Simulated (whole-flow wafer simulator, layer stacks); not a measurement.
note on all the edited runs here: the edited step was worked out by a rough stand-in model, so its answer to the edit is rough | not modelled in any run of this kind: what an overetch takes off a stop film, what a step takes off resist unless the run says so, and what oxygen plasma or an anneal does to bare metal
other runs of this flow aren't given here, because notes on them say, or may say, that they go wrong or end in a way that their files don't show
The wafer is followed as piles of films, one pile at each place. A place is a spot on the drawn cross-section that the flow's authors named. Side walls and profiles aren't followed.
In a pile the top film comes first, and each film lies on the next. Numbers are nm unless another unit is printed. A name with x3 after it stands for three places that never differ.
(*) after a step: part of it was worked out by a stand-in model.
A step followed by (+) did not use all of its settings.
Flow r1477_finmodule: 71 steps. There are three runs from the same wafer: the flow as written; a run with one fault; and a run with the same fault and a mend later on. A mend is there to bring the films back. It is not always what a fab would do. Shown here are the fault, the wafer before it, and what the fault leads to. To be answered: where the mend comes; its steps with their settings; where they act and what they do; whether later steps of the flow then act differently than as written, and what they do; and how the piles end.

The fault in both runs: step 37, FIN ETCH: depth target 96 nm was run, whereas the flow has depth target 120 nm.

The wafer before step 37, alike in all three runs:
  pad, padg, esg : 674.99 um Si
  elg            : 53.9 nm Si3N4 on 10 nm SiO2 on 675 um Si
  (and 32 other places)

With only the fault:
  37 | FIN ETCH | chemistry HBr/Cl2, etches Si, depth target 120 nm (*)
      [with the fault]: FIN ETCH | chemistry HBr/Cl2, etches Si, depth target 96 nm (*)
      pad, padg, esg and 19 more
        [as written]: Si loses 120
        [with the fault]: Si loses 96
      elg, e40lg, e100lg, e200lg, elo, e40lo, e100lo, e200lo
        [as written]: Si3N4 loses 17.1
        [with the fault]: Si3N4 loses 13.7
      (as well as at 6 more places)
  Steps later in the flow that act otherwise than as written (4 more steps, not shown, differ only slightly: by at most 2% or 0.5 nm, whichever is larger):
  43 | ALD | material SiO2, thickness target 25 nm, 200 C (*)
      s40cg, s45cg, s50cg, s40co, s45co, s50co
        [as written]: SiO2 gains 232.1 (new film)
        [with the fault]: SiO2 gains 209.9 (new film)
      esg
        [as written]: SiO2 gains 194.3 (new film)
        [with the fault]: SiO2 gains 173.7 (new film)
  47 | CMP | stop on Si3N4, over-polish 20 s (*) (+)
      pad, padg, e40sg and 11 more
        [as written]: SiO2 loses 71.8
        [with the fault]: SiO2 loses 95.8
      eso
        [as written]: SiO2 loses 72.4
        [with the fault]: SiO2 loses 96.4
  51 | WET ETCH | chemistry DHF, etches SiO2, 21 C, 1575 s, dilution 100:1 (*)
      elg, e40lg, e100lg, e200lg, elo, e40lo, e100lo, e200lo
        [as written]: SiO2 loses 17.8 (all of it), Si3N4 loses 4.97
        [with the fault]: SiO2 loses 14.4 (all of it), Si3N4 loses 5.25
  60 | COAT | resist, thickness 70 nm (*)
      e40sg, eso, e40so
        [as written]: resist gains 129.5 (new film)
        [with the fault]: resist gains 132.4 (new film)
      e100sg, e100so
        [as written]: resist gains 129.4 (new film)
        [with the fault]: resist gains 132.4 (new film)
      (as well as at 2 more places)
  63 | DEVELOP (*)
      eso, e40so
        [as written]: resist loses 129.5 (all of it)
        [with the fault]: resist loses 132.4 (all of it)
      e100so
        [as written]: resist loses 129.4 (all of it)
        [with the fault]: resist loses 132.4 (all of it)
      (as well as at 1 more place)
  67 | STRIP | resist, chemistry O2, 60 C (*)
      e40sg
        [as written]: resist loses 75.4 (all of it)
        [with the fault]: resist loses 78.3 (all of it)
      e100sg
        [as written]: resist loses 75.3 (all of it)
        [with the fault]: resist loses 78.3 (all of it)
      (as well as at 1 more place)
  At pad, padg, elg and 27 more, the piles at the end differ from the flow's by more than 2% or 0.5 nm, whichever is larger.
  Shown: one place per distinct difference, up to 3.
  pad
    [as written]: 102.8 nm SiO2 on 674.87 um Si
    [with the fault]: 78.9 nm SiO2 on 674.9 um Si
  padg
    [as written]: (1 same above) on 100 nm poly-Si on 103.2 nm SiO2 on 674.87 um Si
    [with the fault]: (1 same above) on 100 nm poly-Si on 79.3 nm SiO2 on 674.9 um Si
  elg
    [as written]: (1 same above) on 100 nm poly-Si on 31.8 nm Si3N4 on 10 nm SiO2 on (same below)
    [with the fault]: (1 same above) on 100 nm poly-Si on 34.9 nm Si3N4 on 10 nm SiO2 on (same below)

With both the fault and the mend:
  The mend follows step 38.
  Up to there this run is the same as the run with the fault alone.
  38a | FIN ETCH | chemistry HBr/Cl2, etches Si, depth target 24 nm (*) (a further turn of the flow's step 37, with different settings)
      pad, padg, esg and 19 more
        Si loses 24
      elg, e40lg, e100lg, e200lg, elo, e40lo, e100lo, e200lo
        Si3N4 loses 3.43
      s40sg_line, s45sg_line, s50sg_line, s40so_line, s45so_line, s50so_line
        SiO2 loses 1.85
  Later steps of the flow that are run all act as written at every place that is followed.
  At every place that both follow, the piles at the end match the flow's.
